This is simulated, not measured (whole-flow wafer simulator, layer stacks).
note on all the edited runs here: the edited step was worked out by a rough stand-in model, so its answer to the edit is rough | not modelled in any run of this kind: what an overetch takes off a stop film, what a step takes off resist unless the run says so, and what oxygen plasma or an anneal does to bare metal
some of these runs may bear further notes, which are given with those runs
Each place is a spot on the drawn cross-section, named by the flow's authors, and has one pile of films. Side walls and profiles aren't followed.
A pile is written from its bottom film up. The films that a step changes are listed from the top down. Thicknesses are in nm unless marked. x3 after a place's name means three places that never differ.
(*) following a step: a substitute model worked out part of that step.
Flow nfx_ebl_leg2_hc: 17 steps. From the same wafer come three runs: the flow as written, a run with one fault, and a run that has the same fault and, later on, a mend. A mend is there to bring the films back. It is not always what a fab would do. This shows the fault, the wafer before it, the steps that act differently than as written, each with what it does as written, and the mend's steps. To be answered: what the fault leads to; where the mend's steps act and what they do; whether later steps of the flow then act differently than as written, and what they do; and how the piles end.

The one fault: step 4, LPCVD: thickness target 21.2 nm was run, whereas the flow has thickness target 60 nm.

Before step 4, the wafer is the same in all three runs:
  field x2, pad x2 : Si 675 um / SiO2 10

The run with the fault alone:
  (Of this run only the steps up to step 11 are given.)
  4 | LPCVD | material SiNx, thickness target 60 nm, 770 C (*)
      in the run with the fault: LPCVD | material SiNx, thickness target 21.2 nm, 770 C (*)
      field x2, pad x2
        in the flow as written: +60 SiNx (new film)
        in the run with the fault: +21.2 SiNx (new film)
  None of the later steps of the flow up to step 11 acts differently than as written at any place that is followed.
  Once step 11 is done, the piles at field x2, pad x2 depart from the flow's by more than 2% or 0.5 nm, whichever is larger.
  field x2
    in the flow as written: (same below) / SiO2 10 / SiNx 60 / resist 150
    in the run with the fault: (same below) / SiO2 10 / SiNx 21.2 / resist 150
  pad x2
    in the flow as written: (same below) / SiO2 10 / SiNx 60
    in the run with the fault: (same below) / SiO2 10 / SiNx 21.2

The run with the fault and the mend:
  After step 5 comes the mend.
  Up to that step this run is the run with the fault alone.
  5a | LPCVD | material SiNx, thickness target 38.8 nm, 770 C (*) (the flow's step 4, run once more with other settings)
      field x2, pad x2
        +38.8 SiNx
  None of the later steps of the flow acts differently than as written at any place that is followed.
  The piles end the same as the flow's at every place that both follow.
